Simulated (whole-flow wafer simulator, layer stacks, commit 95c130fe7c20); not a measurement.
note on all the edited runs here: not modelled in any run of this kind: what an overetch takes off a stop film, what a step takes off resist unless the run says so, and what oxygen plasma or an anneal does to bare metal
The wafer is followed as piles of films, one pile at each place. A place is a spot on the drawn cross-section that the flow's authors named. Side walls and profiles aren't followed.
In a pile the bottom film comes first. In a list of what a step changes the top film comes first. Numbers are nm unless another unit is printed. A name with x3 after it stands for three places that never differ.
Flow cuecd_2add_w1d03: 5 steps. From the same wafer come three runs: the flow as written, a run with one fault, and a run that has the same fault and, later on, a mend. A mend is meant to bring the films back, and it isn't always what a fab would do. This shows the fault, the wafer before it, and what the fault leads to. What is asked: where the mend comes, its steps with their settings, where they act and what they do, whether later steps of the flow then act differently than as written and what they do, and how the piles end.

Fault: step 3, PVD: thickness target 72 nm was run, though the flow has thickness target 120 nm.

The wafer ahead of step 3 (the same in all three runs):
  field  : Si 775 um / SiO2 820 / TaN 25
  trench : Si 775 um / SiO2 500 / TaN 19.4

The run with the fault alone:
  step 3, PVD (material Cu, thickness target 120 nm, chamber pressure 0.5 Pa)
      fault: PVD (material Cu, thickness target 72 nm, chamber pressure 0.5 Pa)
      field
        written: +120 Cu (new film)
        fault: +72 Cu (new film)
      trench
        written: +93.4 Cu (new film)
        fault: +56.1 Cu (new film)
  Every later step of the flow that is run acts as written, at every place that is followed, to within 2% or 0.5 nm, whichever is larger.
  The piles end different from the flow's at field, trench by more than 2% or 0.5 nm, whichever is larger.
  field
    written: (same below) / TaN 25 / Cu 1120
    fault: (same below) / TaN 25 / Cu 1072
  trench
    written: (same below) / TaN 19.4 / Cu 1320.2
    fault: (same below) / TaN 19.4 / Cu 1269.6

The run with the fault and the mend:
  After step 3 comes the mend.
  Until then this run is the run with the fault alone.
  step 3a, PVD (material Cu, thickness target 48 nm, chamber pressure 0.5 Pa) (the flow's step 3 again, with other settings)
      field
        +48 Cu
      trench
        +36.3 Cu
  Every later step of the flow that is run acts as written, at every place that is followed, to within 2% or 0.5 nm, whichever is larger.
  The piles end only slightly different from the flow's at the places that both follow, by no more than 2% or 0.5 nm, whichever is larger.
